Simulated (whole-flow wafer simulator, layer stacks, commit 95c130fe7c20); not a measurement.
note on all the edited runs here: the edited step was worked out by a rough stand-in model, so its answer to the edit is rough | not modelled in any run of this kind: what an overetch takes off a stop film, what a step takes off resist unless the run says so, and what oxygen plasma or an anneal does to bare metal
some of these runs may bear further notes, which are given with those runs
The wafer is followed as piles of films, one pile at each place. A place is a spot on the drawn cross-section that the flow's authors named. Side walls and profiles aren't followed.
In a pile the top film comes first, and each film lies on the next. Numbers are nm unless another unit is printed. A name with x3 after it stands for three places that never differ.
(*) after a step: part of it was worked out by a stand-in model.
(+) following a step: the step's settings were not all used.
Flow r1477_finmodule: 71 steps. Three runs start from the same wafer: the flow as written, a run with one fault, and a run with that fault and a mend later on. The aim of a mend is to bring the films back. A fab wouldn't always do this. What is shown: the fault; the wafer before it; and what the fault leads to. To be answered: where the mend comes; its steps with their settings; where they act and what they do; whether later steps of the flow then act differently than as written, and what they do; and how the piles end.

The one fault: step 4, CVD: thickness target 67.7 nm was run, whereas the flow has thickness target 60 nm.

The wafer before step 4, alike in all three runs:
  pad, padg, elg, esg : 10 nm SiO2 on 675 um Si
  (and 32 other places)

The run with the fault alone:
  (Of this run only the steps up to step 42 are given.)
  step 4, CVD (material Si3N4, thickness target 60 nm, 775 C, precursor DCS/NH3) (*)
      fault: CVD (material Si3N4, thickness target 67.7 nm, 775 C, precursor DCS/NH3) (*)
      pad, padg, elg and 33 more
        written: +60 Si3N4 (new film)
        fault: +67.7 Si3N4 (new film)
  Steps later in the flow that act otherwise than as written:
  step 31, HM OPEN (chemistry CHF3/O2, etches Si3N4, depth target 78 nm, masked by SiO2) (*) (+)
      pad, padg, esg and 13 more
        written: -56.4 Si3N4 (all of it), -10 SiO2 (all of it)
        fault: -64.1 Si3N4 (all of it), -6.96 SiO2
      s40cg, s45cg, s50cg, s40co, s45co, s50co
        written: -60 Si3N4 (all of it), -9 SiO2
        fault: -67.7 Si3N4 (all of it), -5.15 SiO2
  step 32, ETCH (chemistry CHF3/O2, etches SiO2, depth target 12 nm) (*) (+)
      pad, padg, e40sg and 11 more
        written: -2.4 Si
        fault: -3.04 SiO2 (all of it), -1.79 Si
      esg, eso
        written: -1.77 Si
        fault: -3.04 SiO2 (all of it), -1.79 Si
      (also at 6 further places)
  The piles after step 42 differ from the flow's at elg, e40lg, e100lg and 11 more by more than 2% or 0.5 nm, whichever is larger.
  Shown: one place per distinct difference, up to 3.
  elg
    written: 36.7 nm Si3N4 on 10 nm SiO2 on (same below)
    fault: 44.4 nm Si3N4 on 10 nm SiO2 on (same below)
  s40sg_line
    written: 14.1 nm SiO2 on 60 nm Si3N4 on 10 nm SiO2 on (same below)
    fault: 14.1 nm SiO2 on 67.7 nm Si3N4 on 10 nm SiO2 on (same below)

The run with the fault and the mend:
  After step 5 comes the mend.
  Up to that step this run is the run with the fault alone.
  step 5a, ETCH (chemistry h3po4, depth target 7.7 nm)
      pad, padg, elg and 33 more
        -7.7 Si3N4
  None of the later steps of the flow acts differently than as written at any place that is followed.
  The piles end the same as the flow's at every place that both follow.
